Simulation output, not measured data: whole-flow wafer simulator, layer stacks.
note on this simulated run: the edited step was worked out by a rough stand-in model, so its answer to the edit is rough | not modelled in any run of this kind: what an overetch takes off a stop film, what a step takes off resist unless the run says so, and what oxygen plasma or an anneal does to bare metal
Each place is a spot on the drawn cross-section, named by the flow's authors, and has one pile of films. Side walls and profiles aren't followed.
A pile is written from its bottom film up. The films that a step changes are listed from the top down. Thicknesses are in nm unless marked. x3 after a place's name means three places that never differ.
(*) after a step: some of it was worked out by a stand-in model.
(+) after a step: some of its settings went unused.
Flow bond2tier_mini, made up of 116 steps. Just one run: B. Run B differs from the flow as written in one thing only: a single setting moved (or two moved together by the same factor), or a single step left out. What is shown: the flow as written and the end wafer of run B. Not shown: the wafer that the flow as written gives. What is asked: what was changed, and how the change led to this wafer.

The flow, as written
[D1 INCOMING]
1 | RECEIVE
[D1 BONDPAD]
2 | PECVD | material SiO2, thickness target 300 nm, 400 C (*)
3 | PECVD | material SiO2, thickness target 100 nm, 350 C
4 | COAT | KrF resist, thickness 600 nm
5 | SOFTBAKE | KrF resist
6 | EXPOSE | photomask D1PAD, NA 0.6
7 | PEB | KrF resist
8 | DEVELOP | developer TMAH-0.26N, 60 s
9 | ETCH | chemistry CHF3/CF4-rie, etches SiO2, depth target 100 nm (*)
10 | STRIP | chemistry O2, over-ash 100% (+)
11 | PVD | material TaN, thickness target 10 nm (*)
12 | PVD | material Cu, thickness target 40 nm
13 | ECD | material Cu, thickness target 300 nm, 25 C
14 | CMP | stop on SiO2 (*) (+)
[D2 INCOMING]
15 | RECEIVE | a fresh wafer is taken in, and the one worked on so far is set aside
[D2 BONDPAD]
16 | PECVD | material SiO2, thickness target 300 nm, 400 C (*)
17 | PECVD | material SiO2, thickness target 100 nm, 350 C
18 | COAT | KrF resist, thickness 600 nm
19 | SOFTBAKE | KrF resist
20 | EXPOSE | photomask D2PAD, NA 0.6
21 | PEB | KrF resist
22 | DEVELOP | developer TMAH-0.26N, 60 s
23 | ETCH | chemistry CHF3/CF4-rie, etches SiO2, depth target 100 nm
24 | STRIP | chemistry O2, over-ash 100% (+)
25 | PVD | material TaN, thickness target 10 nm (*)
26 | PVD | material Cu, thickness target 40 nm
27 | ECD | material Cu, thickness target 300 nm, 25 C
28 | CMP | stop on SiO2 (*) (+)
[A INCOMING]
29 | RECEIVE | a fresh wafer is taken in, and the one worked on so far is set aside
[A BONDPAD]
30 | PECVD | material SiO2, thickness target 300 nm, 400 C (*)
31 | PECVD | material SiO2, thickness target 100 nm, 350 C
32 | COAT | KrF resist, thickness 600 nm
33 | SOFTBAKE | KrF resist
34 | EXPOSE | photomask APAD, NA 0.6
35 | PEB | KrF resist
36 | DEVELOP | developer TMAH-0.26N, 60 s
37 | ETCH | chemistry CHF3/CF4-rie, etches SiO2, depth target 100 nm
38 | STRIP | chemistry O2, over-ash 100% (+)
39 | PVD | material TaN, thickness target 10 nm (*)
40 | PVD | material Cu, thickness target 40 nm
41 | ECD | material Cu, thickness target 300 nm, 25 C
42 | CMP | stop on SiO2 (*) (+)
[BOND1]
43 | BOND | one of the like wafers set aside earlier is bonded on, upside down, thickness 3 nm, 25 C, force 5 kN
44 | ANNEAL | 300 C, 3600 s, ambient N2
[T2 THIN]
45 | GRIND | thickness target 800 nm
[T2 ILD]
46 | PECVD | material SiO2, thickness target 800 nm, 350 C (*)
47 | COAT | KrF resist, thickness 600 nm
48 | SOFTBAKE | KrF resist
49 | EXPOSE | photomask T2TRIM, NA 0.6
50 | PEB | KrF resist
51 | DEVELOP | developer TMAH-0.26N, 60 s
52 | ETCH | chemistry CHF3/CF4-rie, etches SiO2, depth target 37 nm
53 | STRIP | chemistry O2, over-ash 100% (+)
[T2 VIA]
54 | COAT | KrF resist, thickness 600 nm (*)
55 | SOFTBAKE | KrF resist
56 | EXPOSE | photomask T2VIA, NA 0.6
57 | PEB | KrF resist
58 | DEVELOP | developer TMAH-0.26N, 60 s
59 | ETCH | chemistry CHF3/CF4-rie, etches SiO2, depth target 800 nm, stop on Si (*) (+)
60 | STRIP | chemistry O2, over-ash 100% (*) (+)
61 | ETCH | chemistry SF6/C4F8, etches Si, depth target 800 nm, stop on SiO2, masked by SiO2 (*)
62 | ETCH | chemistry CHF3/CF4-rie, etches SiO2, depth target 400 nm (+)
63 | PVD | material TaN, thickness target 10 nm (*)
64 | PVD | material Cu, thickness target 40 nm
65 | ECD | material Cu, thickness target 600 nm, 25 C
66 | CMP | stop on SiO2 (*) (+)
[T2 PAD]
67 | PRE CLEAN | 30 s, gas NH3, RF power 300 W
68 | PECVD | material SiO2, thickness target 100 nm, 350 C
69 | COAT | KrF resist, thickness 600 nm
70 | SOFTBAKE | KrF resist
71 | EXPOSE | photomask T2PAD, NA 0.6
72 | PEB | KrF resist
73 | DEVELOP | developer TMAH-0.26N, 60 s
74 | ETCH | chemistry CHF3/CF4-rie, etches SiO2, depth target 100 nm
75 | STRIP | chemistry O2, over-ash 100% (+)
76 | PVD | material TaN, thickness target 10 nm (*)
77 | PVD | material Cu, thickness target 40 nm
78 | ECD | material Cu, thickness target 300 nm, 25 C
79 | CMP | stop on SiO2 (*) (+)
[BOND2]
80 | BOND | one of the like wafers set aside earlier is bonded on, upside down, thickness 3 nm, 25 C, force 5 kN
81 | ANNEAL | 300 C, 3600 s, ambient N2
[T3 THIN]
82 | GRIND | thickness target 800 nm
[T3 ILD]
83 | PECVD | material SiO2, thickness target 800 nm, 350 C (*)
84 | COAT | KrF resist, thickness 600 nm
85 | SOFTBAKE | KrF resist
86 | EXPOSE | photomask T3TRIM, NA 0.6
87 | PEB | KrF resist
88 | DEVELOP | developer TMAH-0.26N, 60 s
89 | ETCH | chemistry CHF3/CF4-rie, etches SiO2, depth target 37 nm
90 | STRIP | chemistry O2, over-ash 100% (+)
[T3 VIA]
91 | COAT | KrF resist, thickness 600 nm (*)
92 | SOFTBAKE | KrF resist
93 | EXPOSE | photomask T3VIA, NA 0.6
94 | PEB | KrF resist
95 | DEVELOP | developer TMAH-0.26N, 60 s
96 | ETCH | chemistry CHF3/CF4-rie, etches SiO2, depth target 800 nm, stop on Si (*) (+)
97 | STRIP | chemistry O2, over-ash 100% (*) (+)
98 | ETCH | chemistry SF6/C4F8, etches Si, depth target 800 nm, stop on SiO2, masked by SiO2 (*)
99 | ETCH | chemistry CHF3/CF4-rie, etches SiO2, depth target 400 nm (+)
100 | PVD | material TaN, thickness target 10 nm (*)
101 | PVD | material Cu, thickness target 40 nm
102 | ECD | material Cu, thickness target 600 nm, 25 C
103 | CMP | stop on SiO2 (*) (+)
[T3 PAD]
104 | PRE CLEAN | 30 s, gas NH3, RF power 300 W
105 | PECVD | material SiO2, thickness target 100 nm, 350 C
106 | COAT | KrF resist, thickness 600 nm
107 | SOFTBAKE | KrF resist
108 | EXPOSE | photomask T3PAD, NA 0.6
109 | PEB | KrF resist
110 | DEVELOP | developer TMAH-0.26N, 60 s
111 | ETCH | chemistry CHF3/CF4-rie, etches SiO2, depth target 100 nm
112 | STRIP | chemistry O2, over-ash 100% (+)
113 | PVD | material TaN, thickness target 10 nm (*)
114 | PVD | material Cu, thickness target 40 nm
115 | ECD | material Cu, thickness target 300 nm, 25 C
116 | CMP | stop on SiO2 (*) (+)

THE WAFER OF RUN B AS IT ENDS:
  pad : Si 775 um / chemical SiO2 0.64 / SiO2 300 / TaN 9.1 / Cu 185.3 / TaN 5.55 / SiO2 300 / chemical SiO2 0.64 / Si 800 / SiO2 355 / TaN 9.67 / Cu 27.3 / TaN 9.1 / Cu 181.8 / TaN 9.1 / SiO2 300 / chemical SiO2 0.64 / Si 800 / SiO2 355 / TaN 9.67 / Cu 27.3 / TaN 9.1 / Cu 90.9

What caused this: step 11, PVD: thickness target 6.1 nm was run, though the flow has thickness target 10 nm.

How this came from the change, step by step:
  11 | PVD | material TaN, thickness target 10 nm (*)
      field: TaN gains 6.1 (new film) (as written it would have been: TaN gains 10 (new film))
      pad: TaN gains 5.55 (new film) (as written it would have been: TaN gains 9.1 (new film))
      (and at 1 other place as well)
  14 | CMP | stop on SiO2 (*) (+)
      field: Cu loses 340 (all of it), TaN loses 6.1 (all of it) (as written it would have been: Cu loses 340 (all of it), TaN loses 10 (all of it))
  43 | BOND | one of the like wafers set aside earlier is bonded on, upside down, thickness 3 nm, 25 C, force 5 kN
      pad: Si gains 775 um (new film), chemical SiO2 gains 0.64 (new film), SiO2 gains 300 (new film), TaN gains 5.55 (new film), Cu gains 94.4 (as written it would have been: Si gains 775 um (new film), chemical SiO2 gains 0.64 (new film), SiO2 gains 300 (new film), TaN gains 9.1 (new film), Cu gains 90.9)
      via: Si gains 775 um (new film), chemical SiO2 gains 0.64 (new film), SiO2 gains 300 (new film), TaN gains 6.08 (new film), Cu gains 93.9 (as written it would have been: Si gains 775 um (new film), chemical SiO2 gains 0.64 (new film), SiO2 gains 300 (new film), TaN gains 9.97 (new film), Cu gains 90)
